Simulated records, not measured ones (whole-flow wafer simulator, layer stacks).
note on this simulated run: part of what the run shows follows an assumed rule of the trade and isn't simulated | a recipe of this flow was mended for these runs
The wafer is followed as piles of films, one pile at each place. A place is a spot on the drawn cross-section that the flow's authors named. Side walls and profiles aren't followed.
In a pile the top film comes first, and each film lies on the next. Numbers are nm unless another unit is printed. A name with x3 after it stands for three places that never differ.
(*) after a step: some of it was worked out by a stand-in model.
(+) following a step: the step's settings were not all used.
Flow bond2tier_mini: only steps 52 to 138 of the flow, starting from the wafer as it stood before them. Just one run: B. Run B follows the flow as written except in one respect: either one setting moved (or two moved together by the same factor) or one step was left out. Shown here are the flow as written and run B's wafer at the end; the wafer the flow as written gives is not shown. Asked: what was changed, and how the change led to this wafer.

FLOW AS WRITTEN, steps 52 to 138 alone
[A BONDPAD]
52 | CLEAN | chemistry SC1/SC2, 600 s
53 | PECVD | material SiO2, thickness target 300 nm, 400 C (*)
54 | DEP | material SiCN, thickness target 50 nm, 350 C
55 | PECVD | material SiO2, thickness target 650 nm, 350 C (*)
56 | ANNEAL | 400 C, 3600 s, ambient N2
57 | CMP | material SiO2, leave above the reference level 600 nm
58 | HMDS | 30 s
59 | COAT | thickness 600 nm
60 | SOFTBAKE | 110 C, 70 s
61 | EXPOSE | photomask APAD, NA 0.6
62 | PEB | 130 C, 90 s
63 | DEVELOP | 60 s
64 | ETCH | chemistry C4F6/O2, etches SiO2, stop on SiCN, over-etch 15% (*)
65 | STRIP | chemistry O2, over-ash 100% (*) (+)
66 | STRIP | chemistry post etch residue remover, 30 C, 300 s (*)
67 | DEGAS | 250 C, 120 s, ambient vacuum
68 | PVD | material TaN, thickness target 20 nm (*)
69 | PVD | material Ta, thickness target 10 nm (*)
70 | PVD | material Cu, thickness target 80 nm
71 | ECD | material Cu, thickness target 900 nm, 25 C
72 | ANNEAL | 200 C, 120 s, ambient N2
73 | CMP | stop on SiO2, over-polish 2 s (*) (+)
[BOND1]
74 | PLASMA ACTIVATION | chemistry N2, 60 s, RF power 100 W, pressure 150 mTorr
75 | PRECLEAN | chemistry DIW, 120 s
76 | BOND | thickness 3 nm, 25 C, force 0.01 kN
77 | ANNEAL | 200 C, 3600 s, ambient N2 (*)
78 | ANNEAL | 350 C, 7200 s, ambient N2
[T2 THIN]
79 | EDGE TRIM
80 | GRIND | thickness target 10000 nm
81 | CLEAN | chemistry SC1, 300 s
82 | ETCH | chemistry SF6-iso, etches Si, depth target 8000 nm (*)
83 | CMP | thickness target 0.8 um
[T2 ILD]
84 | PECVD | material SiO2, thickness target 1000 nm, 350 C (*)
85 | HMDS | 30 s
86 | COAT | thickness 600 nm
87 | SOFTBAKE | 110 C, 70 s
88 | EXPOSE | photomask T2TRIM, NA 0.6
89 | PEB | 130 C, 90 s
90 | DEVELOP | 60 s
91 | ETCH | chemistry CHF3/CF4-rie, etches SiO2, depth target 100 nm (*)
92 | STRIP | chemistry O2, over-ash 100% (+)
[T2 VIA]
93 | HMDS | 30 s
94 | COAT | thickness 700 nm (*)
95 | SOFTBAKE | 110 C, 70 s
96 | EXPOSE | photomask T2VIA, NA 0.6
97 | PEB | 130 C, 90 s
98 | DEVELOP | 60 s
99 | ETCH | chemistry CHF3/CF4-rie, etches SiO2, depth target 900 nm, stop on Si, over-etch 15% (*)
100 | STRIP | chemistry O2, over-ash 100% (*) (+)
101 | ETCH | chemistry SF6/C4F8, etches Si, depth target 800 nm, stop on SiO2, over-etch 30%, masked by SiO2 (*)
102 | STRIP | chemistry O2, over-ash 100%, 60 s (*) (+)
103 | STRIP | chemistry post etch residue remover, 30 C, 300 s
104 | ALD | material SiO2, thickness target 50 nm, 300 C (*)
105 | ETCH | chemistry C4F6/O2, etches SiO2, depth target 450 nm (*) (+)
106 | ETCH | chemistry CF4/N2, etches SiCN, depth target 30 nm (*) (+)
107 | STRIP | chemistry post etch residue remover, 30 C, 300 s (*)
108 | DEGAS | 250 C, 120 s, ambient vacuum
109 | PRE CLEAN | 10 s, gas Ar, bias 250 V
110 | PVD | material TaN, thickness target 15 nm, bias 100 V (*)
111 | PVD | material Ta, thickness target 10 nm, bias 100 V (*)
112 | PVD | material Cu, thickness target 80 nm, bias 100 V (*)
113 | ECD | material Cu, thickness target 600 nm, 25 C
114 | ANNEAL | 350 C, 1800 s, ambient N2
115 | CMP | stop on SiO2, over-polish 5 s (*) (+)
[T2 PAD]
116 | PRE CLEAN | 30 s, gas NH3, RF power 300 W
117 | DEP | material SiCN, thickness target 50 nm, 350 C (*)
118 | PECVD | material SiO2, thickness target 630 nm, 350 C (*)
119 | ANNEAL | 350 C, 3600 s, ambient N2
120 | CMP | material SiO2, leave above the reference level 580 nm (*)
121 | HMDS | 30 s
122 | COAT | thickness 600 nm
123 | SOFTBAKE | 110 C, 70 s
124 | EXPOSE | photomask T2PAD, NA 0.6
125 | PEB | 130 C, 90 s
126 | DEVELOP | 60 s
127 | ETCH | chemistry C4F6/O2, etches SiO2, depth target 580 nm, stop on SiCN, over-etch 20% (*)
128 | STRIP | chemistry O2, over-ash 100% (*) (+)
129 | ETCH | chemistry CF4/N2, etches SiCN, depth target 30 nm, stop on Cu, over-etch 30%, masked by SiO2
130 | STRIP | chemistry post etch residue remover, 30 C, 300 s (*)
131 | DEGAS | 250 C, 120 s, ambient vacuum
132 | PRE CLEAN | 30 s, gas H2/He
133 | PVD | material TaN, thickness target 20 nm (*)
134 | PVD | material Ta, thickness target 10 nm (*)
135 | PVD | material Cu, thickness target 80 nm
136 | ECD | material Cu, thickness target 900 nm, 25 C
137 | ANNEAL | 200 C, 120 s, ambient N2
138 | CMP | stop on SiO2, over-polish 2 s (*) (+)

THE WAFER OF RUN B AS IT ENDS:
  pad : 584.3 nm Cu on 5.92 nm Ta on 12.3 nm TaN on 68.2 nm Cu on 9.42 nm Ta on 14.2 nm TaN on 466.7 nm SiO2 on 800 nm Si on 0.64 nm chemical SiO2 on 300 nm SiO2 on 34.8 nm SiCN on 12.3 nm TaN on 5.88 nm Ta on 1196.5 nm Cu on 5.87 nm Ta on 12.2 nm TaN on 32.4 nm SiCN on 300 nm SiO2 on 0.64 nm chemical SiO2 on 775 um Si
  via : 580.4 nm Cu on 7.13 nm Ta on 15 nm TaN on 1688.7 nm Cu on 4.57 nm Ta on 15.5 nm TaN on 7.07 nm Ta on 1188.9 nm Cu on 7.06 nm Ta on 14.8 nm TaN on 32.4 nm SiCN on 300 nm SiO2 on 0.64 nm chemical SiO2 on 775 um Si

What caused this: step 64, ETCH: over-etch 17.4% was run, whereas the flow has over-etch 15%.

Step by step, how the change led to this:
  64 | ETCH | chemistry C4F6/O2, etches SiO2, stop on SiCN, over-etch 15% (*)
      pad, via: SiO2 loses 600 (all of it), SiCN loses 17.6 (as written it would have been: SiO2 loses 600 (all of it), SiCN loses 15.2)
      field: thick-KrF-resist loses 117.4 (as written it would have been: thick-KrF-resist loses 115)
